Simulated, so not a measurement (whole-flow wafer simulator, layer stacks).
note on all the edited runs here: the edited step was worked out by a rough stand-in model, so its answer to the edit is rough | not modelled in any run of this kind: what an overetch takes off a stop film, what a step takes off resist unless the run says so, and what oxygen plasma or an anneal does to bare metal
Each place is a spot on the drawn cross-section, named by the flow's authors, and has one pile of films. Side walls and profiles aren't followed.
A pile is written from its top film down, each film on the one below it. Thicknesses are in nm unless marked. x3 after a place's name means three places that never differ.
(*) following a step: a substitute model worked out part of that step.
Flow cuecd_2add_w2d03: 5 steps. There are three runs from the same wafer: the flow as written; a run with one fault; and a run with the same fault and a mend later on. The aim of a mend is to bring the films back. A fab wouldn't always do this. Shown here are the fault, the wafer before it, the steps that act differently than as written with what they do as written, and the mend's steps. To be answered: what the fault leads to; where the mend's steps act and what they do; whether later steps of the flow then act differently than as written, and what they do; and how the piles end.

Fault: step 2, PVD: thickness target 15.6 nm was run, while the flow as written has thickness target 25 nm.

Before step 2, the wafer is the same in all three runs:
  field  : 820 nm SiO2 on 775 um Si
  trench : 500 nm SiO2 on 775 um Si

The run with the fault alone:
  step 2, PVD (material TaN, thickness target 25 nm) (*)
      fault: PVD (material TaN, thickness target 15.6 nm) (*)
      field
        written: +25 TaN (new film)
        fault: +15.6 TaN (new film)
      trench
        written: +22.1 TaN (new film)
        fault: +13.8 TaN (new film)
  Later steps of the flow that are run all act as written at every place that is followed, up to a difference of at most 2% or 0.5 nm, whichever is larger.
  At field, trench, the piles at the end differ from the flow's by more than 2% or 0.5 nm, whichever is larger.
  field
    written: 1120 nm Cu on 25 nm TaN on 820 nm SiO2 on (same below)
    fault: 1120 nm Cu on 15.6 nm TaN on 820 nm SiO2 on (same below)
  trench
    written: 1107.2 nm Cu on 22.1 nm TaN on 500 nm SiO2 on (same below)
    fault: 1107.3 nm Cu on 13.8 nm TaN on 500 nm SiO2 on (same below)

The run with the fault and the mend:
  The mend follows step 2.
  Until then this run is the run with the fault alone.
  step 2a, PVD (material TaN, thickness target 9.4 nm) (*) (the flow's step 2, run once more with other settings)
      field
        +9.4 TaN
      trench
        +8.3 TaN
  Later steps of the flow that are run all act as written at every place that is followed.
  By the end, the piles equal the flow's at every place that both follow.
